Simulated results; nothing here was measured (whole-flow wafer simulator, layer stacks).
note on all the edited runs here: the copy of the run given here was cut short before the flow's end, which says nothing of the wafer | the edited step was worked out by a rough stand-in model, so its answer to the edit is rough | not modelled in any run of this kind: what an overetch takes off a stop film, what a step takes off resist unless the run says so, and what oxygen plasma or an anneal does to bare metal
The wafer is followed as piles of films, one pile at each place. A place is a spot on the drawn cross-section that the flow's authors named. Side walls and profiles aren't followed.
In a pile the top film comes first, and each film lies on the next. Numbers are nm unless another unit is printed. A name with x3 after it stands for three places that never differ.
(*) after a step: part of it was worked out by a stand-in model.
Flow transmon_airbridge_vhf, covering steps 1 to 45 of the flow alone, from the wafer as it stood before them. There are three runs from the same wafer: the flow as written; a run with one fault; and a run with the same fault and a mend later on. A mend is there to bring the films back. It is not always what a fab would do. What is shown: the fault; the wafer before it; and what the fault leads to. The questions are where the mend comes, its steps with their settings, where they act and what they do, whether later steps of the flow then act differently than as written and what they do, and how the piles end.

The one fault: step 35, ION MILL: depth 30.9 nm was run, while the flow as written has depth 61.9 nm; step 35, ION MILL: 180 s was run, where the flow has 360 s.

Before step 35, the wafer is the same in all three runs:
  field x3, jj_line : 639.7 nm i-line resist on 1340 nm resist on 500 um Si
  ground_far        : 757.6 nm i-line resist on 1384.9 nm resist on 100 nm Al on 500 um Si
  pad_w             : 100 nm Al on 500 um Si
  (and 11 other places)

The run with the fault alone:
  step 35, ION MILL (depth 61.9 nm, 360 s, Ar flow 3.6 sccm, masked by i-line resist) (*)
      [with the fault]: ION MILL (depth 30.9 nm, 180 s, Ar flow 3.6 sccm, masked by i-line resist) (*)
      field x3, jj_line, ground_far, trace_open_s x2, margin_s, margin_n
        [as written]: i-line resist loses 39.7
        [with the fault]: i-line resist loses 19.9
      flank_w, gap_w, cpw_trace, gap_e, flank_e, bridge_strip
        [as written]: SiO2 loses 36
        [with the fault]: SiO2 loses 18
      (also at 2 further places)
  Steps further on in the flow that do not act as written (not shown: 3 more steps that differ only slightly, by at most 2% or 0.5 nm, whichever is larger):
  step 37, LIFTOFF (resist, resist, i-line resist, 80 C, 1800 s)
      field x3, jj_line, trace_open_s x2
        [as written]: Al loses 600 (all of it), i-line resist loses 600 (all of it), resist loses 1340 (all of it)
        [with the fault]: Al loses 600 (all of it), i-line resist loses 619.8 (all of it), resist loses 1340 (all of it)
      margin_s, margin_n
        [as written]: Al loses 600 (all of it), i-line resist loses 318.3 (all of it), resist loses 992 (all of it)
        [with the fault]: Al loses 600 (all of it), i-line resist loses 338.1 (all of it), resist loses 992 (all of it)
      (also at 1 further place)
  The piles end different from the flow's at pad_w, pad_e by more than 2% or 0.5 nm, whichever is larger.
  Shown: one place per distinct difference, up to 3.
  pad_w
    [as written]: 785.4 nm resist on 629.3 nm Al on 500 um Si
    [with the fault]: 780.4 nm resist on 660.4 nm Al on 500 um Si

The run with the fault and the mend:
  The mend stands after step 35.
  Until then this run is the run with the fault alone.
  step 35a, ION MILL (depth 31 nm, 180.3 s, Ar flow 3.6 sccm, masked by i-line resist) (*) (the flow's step 35 again, with other settings)
      field x3, jj_line, ground_far, trace_open_s x2, margin_s, margin_n
        i-line resist loses 19.9
      flank_w, gap_w, cpw_trace, gap_e, flank_e, bridge_strip
        SiO2 loses 18
      pad_w, pad_e
        Al loses 31
  None of the later steps of the flow differs from how it acts as written, at any place that is followed, by more than 2% or 0.5 nm, whichever is larger.
  At every place that both follow, the piles at the end match the flow's.
